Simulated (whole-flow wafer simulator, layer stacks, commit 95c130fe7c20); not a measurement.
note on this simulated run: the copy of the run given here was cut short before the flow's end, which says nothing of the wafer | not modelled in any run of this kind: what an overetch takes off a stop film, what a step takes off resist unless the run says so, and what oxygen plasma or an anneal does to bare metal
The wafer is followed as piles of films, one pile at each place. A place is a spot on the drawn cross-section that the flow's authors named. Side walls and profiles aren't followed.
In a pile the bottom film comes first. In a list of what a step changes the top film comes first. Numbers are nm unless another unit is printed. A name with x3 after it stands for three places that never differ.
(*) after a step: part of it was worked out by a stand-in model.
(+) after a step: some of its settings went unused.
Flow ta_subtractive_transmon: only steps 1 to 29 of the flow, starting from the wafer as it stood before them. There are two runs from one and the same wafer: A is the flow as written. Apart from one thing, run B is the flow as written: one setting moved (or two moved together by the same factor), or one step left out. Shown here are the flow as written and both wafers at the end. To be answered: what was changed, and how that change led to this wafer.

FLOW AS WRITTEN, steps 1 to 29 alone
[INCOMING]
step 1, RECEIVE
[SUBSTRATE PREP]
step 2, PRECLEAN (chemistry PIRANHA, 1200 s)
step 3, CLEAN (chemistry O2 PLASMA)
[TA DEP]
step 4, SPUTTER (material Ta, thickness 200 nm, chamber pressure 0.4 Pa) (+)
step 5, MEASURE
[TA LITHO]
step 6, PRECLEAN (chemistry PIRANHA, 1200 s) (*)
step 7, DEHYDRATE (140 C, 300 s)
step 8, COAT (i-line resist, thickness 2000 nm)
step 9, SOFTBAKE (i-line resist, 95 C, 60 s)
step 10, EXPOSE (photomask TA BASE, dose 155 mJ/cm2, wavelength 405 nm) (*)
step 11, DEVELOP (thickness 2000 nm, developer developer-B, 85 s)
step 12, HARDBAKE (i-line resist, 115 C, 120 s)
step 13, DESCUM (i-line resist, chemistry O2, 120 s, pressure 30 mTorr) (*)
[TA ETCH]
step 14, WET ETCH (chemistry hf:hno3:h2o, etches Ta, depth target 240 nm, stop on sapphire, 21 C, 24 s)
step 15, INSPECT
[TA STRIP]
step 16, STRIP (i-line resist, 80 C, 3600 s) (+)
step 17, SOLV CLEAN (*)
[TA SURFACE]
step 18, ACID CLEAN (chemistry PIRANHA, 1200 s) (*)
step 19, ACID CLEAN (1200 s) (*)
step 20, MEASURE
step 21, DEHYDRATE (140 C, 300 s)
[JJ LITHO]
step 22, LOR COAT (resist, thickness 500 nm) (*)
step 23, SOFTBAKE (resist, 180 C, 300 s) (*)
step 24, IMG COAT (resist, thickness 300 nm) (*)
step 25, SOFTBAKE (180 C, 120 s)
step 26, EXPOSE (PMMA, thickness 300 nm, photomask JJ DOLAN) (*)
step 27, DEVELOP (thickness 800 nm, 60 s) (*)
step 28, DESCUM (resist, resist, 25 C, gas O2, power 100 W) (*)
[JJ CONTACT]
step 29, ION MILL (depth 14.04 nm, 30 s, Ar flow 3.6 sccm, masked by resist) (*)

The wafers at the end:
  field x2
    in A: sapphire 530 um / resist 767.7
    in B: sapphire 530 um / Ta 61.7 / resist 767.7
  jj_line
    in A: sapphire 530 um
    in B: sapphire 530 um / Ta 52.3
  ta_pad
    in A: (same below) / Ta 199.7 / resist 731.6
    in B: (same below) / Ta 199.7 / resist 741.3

The reason: step 14, WET ETCH: depth target 138 nm was run, while the flow as written has depth target 240 nm; step 14, WET ETCH: 13.8 s was run, where the flow has 24 s.

The path from the change to this, step by step:
  step 14, WET ETCH (chemistry hf:hno3:h2o, etches Ta, depth target 240 nm, stop on sapphire, 21 C, 24 s)
      field x2, jj_line, lead: A Ta loses 200 (all of it) | B Ta loses 138
  step 22, LOR COAT (resist, thickness 500 nm) (*)
      lead: A resist gains 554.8 (new film) | B resist gains 538.7 (new film)
      ta_contact: A resist gains 443.8 (new film) | B resist gains 460 (new film)
  step 27, DEVELOP (thickness 800 nm, 60 s) (*)
      lead: A resist loses 867.4 (all of it) | B resist loses 847.4 (all of it)
      ta_contact: A resist loses 731.2 (all of it) | B resist loses 751.5 (all of it)
  step 29, ION MILL (depth 14.04 nm, 30 s, Ar flow 3.6 sccm, masked by resist) (*)
      jj_line, lead: A sapphire loses 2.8 | B Ta loses 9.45
Taking metal films that touch as one body, field x2 has 1 body; the flow as written gives 0 bodies.
Taking metal films that touch as one body, jj_line has 1 body; the flow as written gives 0 bodies.
